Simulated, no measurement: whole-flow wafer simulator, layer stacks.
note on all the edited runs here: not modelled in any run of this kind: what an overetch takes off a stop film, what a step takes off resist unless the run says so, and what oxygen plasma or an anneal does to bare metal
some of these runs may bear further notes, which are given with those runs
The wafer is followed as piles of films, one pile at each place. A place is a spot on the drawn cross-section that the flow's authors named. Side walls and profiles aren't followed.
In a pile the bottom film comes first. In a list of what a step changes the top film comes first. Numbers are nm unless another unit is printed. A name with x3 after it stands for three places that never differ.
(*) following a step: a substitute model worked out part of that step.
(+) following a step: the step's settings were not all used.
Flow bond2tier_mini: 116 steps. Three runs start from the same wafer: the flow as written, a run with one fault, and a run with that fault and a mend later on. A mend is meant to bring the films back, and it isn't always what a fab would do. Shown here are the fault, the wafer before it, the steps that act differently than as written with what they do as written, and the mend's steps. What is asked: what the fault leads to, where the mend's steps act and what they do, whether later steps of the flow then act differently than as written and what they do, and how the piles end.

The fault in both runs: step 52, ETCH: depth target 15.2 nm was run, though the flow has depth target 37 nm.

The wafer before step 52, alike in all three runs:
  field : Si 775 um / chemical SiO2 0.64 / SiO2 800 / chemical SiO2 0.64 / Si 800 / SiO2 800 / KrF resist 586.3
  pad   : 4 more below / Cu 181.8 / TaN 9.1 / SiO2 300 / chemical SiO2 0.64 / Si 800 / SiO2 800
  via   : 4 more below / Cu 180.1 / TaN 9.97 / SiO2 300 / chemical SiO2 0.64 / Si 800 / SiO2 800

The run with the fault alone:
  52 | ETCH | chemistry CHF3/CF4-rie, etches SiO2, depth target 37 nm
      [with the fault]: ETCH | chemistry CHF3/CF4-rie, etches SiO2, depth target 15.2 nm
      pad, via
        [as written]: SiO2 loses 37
        [with the fault]: SiO2 loses 15.2
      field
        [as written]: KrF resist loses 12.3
        [with the fault]: KrF resist loses 5.07
  Steps further on in the flow that do not act as written (4 other steps are not shown; they differ only slightly, by no more than 2% or 0.5 nm, whichever is larger):
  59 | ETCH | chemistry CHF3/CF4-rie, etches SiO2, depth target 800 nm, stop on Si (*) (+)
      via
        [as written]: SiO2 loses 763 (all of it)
        [with the fault]: SiO2 loses 784.8 (all of it)
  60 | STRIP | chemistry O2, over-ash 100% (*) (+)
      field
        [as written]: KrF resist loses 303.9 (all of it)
        [with the fault]: KrF resist loses 313.1 (all of it)
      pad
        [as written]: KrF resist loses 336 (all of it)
        [with the fault]: KrF resist loses 326.3 (all of it)
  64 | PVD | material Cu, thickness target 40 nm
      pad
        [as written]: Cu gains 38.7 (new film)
        [with the fault]: Cu gains 39.5 (new film)
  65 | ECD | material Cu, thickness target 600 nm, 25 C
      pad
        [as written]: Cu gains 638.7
        [with the fault]: Cu gains 615.8
  By the end, the piles at pad depart from the flow's by more than 2% or 0.5 nm, whichever is larger.
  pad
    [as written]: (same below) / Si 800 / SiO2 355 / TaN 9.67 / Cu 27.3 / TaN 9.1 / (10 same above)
    [with the fault]: (same below) / Si 800 / SiO2 376.8 / TaN 9.87 / Cu 5.33 / TaN 9.1 / (10 same above)

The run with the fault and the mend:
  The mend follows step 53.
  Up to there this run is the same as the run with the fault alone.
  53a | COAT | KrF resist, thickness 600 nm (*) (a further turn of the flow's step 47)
      field
        KrF resist gains 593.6 (new film)
      pad
        KrF resist gains 606.7 (new film)
      via
        KrF resist gains 605.9 (new film)
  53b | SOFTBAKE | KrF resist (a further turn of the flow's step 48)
      leaves every film unchanged at each place that is followed
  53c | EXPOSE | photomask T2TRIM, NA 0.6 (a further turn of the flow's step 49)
      leaves every film unchanged at each place that is followed
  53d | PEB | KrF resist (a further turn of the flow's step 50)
      leaves every film unchanged at each place that is followed
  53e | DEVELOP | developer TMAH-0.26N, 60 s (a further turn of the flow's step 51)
      field
        KrF resist loses 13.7
      pad
        KrF resist loses 606.7 (all of it)
      via
        KrF resist loses 605.9 (all of it)
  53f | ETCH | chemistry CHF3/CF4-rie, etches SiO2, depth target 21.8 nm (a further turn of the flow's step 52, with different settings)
      pad, via
        SiO2 loses 21.8
      field
        KrF resist loses 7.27
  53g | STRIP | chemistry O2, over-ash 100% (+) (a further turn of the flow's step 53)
      field
        KrF resist loses 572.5 (all of it)
  Later steps of the flow that are run all act as written at every place that is followed.
  At every place that both follow, the piles at the end match the flow's.
